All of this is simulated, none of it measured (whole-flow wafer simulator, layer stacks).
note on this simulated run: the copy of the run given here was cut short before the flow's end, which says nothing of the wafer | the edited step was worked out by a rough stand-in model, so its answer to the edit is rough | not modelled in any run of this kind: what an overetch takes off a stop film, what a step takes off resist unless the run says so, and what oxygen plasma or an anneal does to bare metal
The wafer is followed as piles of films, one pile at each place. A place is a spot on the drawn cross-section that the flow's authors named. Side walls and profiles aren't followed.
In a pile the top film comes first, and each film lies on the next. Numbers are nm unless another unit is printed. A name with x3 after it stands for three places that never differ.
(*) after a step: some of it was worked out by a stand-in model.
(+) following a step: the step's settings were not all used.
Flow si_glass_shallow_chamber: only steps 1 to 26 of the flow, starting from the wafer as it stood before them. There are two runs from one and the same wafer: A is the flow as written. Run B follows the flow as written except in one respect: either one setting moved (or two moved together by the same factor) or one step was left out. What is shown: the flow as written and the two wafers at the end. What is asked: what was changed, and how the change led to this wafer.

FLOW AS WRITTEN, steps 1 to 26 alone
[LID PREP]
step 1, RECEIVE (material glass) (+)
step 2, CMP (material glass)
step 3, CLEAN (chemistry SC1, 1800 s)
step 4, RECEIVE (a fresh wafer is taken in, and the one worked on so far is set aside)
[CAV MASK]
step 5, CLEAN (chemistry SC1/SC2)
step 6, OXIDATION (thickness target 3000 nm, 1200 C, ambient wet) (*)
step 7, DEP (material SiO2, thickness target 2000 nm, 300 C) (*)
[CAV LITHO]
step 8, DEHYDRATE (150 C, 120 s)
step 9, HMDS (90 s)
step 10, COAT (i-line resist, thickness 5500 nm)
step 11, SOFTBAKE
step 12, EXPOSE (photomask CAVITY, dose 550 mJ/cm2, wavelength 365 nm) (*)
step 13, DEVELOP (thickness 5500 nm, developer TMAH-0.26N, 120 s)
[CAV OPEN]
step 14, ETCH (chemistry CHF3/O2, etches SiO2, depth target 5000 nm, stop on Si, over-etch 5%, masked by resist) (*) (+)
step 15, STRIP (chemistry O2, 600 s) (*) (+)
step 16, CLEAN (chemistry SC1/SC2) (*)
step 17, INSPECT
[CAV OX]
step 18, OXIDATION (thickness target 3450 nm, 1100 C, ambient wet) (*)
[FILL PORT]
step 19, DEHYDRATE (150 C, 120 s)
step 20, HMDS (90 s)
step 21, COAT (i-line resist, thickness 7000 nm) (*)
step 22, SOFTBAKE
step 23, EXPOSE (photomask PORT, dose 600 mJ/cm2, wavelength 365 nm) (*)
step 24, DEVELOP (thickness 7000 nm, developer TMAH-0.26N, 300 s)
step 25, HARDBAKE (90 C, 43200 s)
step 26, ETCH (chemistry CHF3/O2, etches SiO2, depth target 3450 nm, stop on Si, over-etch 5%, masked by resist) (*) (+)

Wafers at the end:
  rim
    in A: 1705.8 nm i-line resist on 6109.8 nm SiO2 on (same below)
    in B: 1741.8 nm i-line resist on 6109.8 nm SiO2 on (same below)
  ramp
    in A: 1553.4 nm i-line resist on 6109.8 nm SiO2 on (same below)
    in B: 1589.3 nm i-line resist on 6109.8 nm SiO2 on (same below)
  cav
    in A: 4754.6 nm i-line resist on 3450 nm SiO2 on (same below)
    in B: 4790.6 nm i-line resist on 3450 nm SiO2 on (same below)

The reason: step 26, ETCH: over-etch 3.75% was run, while the flow as written has over-etch 5%.

How this came from the change, step by step:
  step 26, ETCH (chemistry CHF3/O2, etches SiO2, depth target 3450 nm, stop on Si, over-etch 5%, masked by resist) (*) (+)
      port: A -3450 SiO2 (all of it), -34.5 Si | B -3450 SiO2 (all of it), -25.9 Si
